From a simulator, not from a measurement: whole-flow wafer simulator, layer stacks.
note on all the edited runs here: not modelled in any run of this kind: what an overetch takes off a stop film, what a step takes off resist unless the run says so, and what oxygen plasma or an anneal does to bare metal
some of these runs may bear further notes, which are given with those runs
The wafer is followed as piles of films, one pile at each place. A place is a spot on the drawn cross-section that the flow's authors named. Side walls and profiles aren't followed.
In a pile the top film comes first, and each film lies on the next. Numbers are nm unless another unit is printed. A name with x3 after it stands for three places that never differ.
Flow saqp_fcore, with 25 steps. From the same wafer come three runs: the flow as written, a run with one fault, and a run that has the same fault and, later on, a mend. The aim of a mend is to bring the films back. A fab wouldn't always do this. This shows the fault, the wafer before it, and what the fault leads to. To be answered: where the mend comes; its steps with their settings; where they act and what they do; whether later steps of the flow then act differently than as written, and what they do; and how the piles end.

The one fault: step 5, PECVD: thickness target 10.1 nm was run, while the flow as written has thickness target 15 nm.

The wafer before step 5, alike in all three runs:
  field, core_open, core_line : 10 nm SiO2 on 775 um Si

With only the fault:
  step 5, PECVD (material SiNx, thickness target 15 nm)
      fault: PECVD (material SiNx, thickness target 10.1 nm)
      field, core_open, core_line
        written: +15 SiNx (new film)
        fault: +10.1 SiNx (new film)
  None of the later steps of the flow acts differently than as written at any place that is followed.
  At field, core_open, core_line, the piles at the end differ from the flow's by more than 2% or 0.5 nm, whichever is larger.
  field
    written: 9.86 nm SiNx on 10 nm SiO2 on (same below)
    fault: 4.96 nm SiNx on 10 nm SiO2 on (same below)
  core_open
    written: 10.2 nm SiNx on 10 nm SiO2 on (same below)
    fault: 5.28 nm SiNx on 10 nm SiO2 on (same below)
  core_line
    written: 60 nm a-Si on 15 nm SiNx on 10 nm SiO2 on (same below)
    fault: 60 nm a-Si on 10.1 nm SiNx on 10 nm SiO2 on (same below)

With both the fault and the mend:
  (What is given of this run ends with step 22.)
  After step 5 comes the mend.
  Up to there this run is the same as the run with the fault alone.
  step 5a, PECVD (material SiNx, thickness target 4.9 nm) (the flow's step 5 again, with other settings)
      field, core_open, core_line
        +4.9 SiNx
  None of the later steps of the flow up to step 22 acts differently than as written at any place that is followed.
  The piles after step 22 are the same as the flow's at every place that both follow.
